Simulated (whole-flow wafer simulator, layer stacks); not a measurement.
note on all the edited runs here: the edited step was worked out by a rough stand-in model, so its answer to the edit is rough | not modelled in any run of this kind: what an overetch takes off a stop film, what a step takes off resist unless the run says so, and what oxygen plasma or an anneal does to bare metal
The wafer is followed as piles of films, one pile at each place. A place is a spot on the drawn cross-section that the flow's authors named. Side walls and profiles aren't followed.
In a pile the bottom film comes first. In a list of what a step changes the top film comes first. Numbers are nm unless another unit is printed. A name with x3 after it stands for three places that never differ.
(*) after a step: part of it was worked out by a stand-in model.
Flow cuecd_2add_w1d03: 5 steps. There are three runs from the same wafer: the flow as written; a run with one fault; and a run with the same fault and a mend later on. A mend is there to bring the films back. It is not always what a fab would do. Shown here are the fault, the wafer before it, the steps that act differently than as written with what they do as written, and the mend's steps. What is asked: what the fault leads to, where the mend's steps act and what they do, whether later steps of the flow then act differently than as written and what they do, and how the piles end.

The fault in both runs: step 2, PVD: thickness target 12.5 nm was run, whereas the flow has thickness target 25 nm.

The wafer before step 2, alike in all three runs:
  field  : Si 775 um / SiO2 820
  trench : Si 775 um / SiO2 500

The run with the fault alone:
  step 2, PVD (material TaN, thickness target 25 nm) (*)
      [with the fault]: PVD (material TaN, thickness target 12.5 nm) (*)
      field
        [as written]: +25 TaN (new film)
        [with the fault]: +12.5 TaN (new film)
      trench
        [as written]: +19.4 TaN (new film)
        [with the fault]: +9.68 TaN (new film)
  Later steps of the flow that are run all act as written at every place that is followed, up to a difference of at most 2% or 0.5 nm, whichever is larger.
  The piles end different from the flow's at field, trench by more than 2% or 0.5 nm, whichever is larger.
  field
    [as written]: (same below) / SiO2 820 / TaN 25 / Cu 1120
    [with the fault]: (same below) / SiO2 820 / TaN 12.5 / Cu 1120
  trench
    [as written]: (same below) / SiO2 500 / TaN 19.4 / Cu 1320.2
    [with the fault]: (same below) / SiO2 500 / TaN 9.68 / Cu 1316.7

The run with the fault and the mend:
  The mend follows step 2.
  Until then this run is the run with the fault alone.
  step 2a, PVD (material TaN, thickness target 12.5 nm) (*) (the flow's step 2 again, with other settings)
      field
        +12.5 TaN
      trench
        +9.62 TaN
  Later steps of the flow that are run all act as written at every place that is followed, up to a difference of at most 2% or 0.5 nm, whichever is larger.
  When the end is reached, the piles differ only a little from the flow's at the places that both follow, at most by 2% or 0.5 nm, whichever is larger.
